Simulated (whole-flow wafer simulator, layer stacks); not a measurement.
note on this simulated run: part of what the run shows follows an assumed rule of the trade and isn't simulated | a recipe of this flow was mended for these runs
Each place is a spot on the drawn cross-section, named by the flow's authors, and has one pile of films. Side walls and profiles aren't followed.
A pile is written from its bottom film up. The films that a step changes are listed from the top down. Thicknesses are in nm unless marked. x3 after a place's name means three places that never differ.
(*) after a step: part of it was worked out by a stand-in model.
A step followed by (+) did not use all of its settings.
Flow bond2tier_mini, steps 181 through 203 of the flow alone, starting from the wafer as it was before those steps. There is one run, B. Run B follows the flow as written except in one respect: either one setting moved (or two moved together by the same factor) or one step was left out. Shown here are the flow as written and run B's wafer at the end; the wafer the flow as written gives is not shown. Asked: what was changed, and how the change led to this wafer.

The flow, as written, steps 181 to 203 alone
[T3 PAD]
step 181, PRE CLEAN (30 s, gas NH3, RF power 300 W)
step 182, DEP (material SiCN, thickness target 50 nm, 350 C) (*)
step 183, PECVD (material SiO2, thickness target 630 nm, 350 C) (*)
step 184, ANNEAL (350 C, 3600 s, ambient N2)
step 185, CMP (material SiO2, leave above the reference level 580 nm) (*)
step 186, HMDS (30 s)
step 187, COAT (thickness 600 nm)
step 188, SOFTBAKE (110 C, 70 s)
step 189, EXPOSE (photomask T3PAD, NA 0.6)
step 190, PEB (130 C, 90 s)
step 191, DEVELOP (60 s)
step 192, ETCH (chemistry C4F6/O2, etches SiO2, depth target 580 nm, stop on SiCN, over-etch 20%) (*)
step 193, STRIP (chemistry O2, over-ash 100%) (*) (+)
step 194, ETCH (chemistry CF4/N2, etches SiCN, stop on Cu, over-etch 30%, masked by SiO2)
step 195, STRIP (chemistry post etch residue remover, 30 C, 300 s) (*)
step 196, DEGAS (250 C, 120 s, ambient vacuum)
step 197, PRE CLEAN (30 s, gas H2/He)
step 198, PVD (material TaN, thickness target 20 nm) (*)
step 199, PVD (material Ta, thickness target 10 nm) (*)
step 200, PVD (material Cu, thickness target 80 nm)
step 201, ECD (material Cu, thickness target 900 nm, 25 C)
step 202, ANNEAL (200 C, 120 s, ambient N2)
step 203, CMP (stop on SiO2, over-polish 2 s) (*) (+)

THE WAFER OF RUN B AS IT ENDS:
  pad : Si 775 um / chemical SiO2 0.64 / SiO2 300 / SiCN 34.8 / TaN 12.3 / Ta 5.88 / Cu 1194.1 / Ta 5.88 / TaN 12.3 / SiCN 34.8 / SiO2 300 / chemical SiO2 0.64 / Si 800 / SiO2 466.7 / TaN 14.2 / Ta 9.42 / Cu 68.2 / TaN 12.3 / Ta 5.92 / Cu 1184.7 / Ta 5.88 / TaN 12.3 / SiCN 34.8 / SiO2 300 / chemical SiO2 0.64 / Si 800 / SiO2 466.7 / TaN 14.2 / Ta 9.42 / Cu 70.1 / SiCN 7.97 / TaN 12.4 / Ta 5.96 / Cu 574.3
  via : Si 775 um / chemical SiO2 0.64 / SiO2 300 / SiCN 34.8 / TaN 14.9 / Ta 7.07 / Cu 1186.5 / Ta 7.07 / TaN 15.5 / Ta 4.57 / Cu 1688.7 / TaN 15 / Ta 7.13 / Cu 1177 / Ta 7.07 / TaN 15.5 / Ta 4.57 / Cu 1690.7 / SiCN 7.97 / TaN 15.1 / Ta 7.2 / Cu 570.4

What caused this: step 192, ETCH: depth target 498.3 nm was run, whereas the flow has depth target 580 nm.

How this came from the change, step by step:
  step 192, ETCH (chemistry C4F6/O2, etches SiO2, depth target 580 nm, stop on SiCN, over-etch 20%) (*)
      pad, via: SiO2 loses 580 (all of it), SiCN loses 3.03 (as written it would have been: SiO2 loses 580 (all of it), SiCN loses 19.6)
      field: thick-KrF-resist loses 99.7 (as written it would have been: thick-KrF-resist loses 116)
  step 193, STRIP (chemistry O2, over-ash 100%) (*) (+)
      field: thick-KrF-resist loses 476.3 (all of it) (as written it would have been: thick-KrF-resist loses 459.9 (all of it))
  step 194, ETCH (chemistry CF4/N2, etches SiCN, stop on Cu, over-etch 30%, masked by SiO2)
      pad, via: SiCN loses 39 (as written it would have been: SiCN loses 30.4 (all of it), Cu loses 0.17)
  step 195, STRIP (chemistry post etch residue remover, 30 C, 300 s) (*)
      pad, via: nothing (as written it would have been: Cu loses 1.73)
If metal films that touch count as one body, pad has 4 bodies (between them, from the top down: SiCN 7.97; SiO2 466.7 / Si 800 / chemical SiO2 0.64 / SiO2 300 / SiCN 34.8; SiO2 466.7 / Si 800 / chemical SiO2 0.64 / SiO2 300 / SiCN 34.8); the flow as written gives 3 bodies (between them, from the top down: SiO2 466.7 / Si 800 / chemical SiO2 0.64 / SiO2 300 / SiCN 34.8; SiO2 466.7 / Si 800 / chemical SiO2 0.64 / SiO2 300 / SiCN 34.8).
If metal films that touch count as one body, via has 2 bodies (between them, from the top down: SiCN 7.97); the flow as written gives 1 body.
